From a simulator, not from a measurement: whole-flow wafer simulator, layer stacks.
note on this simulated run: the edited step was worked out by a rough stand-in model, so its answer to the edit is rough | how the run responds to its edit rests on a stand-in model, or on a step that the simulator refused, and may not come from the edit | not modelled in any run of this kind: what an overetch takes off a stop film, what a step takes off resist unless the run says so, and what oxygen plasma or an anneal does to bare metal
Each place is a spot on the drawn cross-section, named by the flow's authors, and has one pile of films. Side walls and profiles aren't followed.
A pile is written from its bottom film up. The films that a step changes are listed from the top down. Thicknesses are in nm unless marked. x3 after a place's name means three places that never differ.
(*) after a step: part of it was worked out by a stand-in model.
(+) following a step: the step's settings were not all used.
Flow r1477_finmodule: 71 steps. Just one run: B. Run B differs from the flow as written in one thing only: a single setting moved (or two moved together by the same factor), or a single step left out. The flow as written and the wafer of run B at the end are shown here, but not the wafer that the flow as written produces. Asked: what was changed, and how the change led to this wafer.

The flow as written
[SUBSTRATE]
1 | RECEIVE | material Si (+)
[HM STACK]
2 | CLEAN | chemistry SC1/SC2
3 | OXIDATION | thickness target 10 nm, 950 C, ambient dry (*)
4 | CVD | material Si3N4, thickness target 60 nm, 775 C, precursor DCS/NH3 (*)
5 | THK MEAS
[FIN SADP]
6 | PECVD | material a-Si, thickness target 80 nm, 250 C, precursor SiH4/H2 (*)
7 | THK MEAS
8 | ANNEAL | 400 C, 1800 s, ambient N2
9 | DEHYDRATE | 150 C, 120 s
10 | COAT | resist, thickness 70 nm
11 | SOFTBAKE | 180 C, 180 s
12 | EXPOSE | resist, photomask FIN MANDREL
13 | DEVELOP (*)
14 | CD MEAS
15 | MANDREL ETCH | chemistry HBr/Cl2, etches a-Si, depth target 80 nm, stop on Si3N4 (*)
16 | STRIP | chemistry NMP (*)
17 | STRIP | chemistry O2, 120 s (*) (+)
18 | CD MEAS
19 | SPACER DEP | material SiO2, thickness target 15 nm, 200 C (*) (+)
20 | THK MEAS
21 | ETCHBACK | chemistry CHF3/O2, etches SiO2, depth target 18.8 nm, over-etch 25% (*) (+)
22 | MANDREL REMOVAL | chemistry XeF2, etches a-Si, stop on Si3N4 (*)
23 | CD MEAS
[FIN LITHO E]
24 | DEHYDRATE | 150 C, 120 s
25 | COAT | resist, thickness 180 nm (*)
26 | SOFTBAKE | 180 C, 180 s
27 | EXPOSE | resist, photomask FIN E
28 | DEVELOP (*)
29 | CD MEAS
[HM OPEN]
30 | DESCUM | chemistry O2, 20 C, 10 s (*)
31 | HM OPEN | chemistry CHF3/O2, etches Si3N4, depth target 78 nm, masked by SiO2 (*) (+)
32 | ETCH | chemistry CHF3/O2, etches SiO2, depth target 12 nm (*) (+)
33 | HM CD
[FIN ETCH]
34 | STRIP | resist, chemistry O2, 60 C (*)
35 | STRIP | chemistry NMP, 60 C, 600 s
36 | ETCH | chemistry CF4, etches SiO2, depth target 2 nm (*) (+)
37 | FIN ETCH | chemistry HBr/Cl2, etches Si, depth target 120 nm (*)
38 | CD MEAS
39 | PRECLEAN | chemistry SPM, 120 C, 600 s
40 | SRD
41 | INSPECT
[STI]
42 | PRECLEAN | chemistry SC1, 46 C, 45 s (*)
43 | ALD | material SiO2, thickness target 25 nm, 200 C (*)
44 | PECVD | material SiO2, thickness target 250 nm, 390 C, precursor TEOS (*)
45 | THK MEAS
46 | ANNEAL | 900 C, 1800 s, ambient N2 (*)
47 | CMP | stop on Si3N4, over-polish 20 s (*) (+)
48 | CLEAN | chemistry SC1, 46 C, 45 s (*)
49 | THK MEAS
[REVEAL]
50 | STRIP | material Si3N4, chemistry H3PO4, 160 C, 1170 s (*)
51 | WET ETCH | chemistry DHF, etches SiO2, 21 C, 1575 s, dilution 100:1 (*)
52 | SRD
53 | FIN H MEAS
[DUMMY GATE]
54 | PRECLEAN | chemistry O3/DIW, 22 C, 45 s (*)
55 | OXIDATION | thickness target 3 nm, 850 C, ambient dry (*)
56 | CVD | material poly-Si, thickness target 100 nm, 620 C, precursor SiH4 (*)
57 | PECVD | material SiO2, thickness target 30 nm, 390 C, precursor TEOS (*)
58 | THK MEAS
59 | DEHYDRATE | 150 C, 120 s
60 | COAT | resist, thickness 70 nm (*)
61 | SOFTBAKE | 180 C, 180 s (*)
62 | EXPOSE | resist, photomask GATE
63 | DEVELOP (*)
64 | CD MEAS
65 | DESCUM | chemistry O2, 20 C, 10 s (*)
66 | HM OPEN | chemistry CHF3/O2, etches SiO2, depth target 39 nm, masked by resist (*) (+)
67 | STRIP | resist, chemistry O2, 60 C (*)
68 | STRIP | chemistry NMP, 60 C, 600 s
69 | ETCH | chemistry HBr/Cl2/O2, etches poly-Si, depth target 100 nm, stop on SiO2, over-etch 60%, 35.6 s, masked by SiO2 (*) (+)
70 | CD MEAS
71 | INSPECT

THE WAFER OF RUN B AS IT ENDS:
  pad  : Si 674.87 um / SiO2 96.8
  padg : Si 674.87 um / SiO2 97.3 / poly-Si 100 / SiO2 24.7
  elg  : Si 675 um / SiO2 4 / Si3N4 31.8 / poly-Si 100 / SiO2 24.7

What caused this: step 3, OXIDATION: thickness target 4 nm was run, whereas the flow has thickness target 10 nm.
One can read it off the wafer: elg has SiO2 4, and step 3 as written asks for 10 nm.

Step by step, how the change led to this:
  3 | OXIDATION | thickness target 10 nm, 950 C, ambient dry (*)
      pad, padg, elg and 33 more: SiO2 gains 4 (new film), chemical SiO2 loses 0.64 (all of it), Si loses 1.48 (it would be, as written: SiO2 gains 10 (new film), chemical SiO2 loses 0.64 (all of it), Si loses 4.12)
  31 | HM OPEN | chemistry CHF3/O2, etches Si3N4, depth target 78 nm, masked by SiO2 (*) (+)
      s40cg, s45cg, s50cg, s40co, s45co, s50co: Si3N4 loses 60 (all of it), SiO2 loses 4 (all of it) (it would be, as written: Si3N4 loses 60 (all of it), SiO2 loses 9)
      pad, padg, esg and 13 more: Si3N4 loses 56.4 (all of it), SiO2 loses 4 (all of it) (it would be, as written: Si3N4 loses 56.4 (all of it), SiO2 loses 10 (all of it))
  32 | ETCH | chemistry CHF3/O2, etches SiO2, depth target 12 nm (*) (+)
      s40cg, s40co: Si loses 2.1 (it would be, as written: SiO2 loses 1 (all of it), Si loses 2.2)
      s45cg, s45co: Si loses 2.13 (it would be, as written: SiO2 loses 1 (all of it), Si loses 2.2)
      (also at 2 further places)
  43 | ALD | material SiO2, thickness target 25 nm, 200 C (*)
      s40cg, s45cg, s40co, s45co: SiO2 gains 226 (new film) (it would be, as written: SiO2 gains 232.1 (new film))
      s50cg, s50co: SiO2 gains 226.1 (new film) (it would be, as written: SiO2 gains 232.1 (new film))
      (also at 1 further place)
  47 | CMP | stop on Si3N4, over-polish 20 s (*) (+)
      pad, padg, e40sg and 11 more: SiO2 loses 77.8 (it would be, as written: SiO2 loses 71.8)
      eso: SiO2 loses 78.4 (it would be, as written: SiO2 loses 72.4)
  51 | WET ETCH | chemistry DHF, etches SiO2, 21 C, 1575 s, dilution 100:1 (*)
      s40sg_line, s45sg_line, s50sg_line, s40so_line, s45so_line, s50so_line: SiO2 loses 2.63 (all of it) (it would be, as written: SiO2 loses 8.63 (all of it))
  56 | CVD | material poly-Si, thickness target 100 nm, 620 C, precursor SiH4 (*)
      s40cg, s40co: poly-Si gains 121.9 (new film) (it would be, as written: poly-Si gains 113.9 (new film))
      s45cg, s45co: poly-Si gains 119.4 (new film) (it would be, as written: poly-Si gains 113.4 (new film))
      (also at 2 further places)
  60 | COAT | resist, thickness 70 nm (*)
      s40cg, s40co: resist gains 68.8 (new film) (it would be, as written: resist gains 70.6 (new film))
      s40sg, s40so: resist gains 97.3 (new film) (it would be, as written: resist gains 91 (new film))
      (also at 4 further places)
  63 | DEVELOP (*)
      s40co: resist loses 68.8 (all of it) (it would be, as written: resist loses 70.6 (all of it))
      s40so: resist loses 97.3 (all of it) (it would be, as written: resist loses 91 (all of it))
      (also at 2 further places)
  67 | STRIP | resist, chemistry O2, 60 C (*)
      s40cg: resist loses 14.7 (all of it) (it would be, as written: resist loses 16.5 (all of it))
      s40sg: resist loses 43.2 (all of it) (it would be, as written: resist loses 36.9 (all of it))
      (also at 2 further places)
  69 | ETCH | chemistry HBr/Cl2/O2, etches poly-Si, depth target 100 nm, stop on SiO2, over-etch 60%, 35.6 s, masked by SiO2 (*) (+)
      s40co: chemical SiO2 loses 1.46 (all of it), poly-Si loses 119.5 (all of it), SiO2 loses 0.2 (it would be, as written: chemical SiO2 loses 1.46 (all of it), poly-Si loses 111.5 (all of it), SiO2 loses 0.24)
      s45co: chemical SiO2 loses 1.46 (all of it), poly-Si loses 116.9 (all of it), SiO2 loses 0.22 (it would be, as written: chemical SiO2 loses 1.46 (all of it), poly-Si loses 110.9 (all of it), SiO2 loses 0.25)
      (also at 1 further place)
